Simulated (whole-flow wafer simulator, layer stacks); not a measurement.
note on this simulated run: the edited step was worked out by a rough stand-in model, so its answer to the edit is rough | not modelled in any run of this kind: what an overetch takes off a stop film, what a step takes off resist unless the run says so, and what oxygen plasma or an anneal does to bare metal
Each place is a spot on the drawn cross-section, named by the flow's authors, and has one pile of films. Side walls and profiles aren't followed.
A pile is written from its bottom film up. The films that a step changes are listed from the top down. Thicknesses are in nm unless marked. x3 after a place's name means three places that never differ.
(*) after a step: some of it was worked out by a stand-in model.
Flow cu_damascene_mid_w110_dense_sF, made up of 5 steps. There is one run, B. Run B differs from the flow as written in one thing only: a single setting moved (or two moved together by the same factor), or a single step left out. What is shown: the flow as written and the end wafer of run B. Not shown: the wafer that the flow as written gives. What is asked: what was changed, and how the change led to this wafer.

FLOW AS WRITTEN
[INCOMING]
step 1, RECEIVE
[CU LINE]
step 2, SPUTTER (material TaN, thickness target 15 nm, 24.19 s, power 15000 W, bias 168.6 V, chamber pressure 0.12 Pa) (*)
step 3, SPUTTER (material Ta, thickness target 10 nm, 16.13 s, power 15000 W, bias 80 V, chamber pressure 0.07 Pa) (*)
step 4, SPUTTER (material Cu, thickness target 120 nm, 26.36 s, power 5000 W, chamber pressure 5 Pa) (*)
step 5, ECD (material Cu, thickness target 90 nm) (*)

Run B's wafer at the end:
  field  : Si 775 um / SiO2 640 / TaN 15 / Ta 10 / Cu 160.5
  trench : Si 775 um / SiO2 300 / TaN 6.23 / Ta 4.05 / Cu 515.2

The reason: step 5, ECD: thickness target 40.5 nm was run, while the flow as written has thickness target 90 nm.

How this came from the change, step by step:
  step 5, ECD (material Cu, thickness target 90 nm) (*)
      field: +40.5 Cu (it would be, as written: +90 Cu)
      trench: +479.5 Cu (it would be, as written: +529 Cu)
